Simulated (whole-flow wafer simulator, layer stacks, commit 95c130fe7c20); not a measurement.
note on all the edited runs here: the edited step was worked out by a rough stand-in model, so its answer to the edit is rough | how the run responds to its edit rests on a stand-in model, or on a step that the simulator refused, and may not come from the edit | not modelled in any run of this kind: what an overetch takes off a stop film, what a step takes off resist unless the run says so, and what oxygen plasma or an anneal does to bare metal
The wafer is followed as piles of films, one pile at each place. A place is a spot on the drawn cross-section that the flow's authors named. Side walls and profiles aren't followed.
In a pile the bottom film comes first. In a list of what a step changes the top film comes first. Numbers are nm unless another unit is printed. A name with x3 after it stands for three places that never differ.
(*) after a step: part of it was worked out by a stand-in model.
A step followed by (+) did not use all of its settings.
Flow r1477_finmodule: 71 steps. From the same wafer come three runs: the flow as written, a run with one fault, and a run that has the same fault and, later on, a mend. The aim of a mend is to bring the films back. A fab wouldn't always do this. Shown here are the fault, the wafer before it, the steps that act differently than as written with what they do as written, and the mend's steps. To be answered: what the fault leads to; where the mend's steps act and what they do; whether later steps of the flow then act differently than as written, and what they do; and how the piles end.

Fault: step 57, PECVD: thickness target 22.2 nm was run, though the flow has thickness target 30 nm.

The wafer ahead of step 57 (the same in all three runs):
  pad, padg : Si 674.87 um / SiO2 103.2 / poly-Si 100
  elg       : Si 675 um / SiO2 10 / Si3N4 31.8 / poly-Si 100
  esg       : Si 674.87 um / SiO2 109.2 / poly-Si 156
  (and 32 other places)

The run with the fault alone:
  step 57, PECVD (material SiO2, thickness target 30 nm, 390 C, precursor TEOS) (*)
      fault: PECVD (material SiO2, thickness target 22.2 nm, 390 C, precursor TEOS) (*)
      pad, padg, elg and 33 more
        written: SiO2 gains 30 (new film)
        fault: SiO2 gains 22.2 (new film)
  Later steps of the flow acting differently than as written (3 more steps, not shown, differ only slightly: by at most 2% or 0.5 nm, whichever is larger):
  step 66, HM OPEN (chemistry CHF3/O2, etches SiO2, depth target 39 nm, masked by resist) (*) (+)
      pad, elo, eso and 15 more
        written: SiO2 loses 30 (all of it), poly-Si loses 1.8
        fault: SiO2 loses 22.2 (all of it), poly-Si loses 2.22
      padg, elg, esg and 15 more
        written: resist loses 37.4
        fault: resist loses 31.9
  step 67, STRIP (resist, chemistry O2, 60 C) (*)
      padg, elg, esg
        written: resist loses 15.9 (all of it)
        fault: resist loses 21.4 (all of it)
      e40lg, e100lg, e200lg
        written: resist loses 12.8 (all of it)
        fault: resist loses 18.2 (all of it)
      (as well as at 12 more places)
  The piles end different from the flow's at padg, elg, esg and 15 more by more than 2% or 0.5 nm, whichever is larger.
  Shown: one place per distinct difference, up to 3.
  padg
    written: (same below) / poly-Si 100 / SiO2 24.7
    fault: (same below) / poly-Si 100 / SiO2 16.9
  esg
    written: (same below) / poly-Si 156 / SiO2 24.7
    fault: (same below) / poly-Si 156 / SiO2 16.9
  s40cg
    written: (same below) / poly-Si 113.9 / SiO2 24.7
    fault: (same below) / poly-Si 113.9 / SiO2 16.9

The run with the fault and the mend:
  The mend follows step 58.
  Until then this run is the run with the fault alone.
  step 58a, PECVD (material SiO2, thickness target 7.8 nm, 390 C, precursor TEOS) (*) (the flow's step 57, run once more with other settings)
      pad, padg, elg and 33 more
        SiO2 gains 7.8
  None of the later steps of the flow acts differently than as written at any place that is followed.
  The piles end the same as the flow's at every place that both follow.
